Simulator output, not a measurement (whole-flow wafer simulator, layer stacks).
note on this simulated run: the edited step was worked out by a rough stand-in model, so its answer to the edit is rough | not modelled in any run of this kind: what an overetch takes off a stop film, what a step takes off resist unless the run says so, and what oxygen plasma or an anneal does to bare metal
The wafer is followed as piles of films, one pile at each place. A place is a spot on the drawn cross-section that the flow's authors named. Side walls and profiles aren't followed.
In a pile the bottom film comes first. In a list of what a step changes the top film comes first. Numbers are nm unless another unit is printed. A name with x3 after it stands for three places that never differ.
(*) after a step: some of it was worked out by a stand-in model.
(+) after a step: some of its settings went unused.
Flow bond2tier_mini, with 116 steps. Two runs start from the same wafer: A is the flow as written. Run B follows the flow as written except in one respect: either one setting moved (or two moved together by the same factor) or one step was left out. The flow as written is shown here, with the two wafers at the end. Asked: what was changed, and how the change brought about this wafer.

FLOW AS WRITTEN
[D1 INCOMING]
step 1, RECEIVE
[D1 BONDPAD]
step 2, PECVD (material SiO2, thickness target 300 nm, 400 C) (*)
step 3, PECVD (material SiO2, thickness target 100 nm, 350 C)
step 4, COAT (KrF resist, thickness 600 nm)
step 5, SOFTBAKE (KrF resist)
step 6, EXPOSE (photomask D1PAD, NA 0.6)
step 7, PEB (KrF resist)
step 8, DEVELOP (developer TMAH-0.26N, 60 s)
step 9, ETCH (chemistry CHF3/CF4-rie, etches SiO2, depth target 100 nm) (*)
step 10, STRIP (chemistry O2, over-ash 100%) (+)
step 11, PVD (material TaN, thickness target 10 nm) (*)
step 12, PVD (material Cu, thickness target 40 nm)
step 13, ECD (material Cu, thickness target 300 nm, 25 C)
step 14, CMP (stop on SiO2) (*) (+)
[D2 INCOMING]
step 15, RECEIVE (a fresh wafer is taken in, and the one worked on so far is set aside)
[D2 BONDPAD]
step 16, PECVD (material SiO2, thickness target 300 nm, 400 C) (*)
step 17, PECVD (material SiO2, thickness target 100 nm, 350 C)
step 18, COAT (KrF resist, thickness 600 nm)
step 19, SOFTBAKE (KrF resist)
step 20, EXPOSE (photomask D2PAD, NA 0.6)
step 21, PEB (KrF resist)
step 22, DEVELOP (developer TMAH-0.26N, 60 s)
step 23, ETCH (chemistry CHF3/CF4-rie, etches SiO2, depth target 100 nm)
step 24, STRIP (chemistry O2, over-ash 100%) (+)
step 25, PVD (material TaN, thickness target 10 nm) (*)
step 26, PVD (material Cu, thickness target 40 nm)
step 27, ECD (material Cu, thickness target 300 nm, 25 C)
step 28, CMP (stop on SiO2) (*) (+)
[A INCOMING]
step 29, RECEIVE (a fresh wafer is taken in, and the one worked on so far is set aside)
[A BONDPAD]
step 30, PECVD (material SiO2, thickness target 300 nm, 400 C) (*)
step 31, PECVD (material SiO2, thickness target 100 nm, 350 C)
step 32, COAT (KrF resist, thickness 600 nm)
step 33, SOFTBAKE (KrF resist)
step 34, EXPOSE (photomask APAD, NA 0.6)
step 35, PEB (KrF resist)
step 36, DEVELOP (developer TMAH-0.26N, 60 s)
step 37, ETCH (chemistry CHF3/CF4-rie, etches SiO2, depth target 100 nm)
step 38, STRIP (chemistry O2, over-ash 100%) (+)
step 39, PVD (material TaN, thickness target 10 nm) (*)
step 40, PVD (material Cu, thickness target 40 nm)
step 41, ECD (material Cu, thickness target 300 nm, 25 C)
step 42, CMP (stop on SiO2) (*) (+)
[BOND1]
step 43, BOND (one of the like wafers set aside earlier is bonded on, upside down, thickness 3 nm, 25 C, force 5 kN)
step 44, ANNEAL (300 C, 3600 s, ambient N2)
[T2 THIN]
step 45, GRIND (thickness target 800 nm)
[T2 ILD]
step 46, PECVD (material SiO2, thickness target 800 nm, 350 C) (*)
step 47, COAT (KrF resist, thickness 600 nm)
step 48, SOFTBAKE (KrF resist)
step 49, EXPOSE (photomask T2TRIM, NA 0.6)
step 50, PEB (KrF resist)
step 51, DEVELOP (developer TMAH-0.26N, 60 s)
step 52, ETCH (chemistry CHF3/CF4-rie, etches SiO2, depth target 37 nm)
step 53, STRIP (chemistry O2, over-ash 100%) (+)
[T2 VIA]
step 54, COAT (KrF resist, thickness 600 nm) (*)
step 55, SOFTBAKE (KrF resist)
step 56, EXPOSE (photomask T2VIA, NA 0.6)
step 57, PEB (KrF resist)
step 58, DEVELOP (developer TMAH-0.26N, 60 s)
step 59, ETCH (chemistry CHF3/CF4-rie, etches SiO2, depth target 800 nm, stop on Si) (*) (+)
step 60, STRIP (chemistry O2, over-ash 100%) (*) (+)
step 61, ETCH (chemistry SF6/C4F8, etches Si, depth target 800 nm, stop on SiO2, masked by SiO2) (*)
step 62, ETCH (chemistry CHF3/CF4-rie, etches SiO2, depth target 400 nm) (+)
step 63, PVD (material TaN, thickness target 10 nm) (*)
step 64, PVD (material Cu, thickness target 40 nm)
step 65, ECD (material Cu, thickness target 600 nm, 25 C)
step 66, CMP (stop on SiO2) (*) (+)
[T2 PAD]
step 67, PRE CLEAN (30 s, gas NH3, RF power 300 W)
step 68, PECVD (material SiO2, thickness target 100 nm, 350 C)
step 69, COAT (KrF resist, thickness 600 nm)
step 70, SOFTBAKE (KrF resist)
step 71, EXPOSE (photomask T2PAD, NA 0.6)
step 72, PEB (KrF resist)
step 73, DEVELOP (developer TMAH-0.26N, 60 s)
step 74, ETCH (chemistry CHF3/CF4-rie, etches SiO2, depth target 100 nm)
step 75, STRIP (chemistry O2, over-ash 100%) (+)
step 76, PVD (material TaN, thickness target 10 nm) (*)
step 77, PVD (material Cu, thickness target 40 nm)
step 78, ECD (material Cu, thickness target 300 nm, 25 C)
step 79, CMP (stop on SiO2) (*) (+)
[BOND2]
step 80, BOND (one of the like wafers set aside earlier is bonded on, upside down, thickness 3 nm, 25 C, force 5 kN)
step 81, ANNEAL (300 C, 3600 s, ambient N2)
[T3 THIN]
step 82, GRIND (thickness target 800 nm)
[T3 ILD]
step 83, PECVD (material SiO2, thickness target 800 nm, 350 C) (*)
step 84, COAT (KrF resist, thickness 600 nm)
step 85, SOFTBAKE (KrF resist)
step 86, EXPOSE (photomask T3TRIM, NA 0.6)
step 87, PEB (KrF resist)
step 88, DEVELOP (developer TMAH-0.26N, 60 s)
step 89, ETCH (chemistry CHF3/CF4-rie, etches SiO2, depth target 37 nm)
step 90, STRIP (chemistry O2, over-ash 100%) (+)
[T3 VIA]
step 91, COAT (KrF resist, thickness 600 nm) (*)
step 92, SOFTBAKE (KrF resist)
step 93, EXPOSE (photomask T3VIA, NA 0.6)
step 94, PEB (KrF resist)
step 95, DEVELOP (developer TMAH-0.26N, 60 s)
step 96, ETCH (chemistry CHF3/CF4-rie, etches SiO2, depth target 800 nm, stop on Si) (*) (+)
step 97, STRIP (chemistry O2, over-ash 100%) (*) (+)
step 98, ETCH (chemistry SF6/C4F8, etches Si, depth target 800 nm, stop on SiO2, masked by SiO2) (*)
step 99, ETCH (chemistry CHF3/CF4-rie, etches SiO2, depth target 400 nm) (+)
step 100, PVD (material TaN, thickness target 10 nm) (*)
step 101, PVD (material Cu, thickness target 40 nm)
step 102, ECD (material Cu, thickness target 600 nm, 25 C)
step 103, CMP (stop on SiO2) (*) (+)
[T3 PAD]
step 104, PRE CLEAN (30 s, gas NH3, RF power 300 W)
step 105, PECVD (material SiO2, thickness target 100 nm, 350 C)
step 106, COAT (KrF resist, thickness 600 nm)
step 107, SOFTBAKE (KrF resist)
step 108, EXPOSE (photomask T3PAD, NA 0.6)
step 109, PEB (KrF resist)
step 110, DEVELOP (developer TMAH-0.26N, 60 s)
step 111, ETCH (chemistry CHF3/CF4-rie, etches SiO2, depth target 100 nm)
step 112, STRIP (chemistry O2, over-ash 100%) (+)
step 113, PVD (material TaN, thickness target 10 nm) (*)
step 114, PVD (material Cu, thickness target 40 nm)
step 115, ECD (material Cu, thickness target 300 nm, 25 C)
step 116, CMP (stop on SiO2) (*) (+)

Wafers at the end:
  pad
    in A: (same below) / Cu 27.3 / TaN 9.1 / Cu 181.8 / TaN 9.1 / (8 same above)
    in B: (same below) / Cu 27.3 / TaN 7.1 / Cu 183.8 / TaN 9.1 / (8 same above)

The reason: step 76, PVD: thickness target 7.8 nm was run, whereas the flow has thickness target 10 nm.

How this came from the change, step by step:
  step 76, PVD (material TaN, thickness target 10 nm) (*)
      field: A TaN gains 10 (new film) | B TaN gains 7.8 (new film)
      pad: A TaN gains 9.1 (new film) | B TaN gains 7.1 (new film)
  step 79, CMP (stop on SiO2) (*) (+)
      field: A Cu loses 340 (all of it), TaN loses 10 (all of it) | B Cu loses 340 (all of it), TaN loses 7.8 (all of it)
